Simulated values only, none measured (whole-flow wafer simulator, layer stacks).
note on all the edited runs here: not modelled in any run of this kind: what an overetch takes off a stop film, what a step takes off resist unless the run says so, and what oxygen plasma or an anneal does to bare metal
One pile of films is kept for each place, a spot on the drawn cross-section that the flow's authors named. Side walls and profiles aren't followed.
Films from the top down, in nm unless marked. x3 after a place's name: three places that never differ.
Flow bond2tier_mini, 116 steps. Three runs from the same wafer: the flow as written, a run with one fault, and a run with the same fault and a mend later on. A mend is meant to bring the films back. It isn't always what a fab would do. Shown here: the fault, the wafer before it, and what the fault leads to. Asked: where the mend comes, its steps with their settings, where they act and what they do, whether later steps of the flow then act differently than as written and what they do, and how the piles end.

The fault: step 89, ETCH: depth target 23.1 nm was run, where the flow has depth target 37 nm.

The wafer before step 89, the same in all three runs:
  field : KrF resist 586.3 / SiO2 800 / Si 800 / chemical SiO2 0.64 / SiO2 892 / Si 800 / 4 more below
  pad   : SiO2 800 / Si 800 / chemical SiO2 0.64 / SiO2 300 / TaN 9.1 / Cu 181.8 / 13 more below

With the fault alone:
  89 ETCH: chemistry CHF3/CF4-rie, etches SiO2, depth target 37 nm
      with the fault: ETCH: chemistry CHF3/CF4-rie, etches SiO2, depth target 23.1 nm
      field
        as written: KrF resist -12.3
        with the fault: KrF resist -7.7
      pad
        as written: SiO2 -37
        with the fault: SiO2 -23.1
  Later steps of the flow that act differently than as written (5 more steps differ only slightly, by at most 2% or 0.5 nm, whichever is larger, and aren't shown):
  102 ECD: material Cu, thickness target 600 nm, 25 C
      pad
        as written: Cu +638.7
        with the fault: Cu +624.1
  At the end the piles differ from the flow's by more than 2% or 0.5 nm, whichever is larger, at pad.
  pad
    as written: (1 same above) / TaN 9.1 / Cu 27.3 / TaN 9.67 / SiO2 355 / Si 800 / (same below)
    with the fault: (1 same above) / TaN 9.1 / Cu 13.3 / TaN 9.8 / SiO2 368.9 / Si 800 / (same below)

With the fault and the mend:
  The mend comes after step 89.
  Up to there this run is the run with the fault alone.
  89a ETCH: chemistry CHF3/CF4-rie, etches SiO2, depth target 13.9 nm (the flow's step 89 once more, with other settings)
      field
        KrF resist -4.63
      pad
        SiO2 -13.9
  No later step of the flow acts differently than as written at any place that is followed.
  At the end the piles are the same as the flow's at every place that both follow.
